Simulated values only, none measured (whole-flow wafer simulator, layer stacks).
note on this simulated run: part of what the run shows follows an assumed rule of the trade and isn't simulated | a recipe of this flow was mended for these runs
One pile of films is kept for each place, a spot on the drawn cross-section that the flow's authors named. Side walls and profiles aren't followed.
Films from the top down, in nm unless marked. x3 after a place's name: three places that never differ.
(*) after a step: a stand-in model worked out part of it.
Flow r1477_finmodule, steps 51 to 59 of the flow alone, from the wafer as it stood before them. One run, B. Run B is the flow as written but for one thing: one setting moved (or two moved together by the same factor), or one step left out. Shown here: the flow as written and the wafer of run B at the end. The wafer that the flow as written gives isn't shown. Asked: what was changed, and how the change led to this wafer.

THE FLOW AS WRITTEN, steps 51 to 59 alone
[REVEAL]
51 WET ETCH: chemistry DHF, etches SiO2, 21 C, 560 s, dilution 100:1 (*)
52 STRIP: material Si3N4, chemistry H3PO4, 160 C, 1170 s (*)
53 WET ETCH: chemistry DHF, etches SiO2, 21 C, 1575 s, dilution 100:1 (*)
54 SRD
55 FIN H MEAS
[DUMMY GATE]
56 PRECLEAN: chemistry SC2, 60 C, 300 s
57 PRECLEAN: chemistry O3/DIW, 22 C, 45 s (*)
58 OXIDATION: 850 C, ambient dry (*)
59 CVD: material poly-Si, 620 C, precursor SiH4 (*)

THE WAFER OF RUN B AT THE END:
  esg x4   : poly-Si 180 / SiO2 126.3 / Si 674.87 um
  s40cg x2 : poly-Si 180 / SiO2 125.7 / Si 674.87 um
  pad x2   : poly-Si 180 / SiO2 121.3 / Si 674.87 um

The cause: step 53, WET ETCH: 650 s was run, where the flow has 1575 s.

How the change led to this, step by step:
  53 WET ETCH: chemistry DHF, etches SiO2, 21 C, 1575 s, dilution 100:1 (*)
      esg x4, e100sg x2, e200sg x2 and 12 more: SiO2 -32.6 (as written it would be: SiO2 -79.1)
      pad x2: SiO2 -35.4 (as written it would be: SiO2 -85.7)
  59 CVD: material poly-Si, 620 C, precursor SiH4 (*)
      esg x4, e100sg x2, s40cg x2, s40sg x2, s45cg x2, s45sg x2, s50cg x2, s50sg x2: poly-Si +180 (new film) (as written it would be: poly-Si +226.3 (new film))
      e200sg x2: poly-Si +180 (new film) (as written it would be: poly-Si +219.2 (new film))
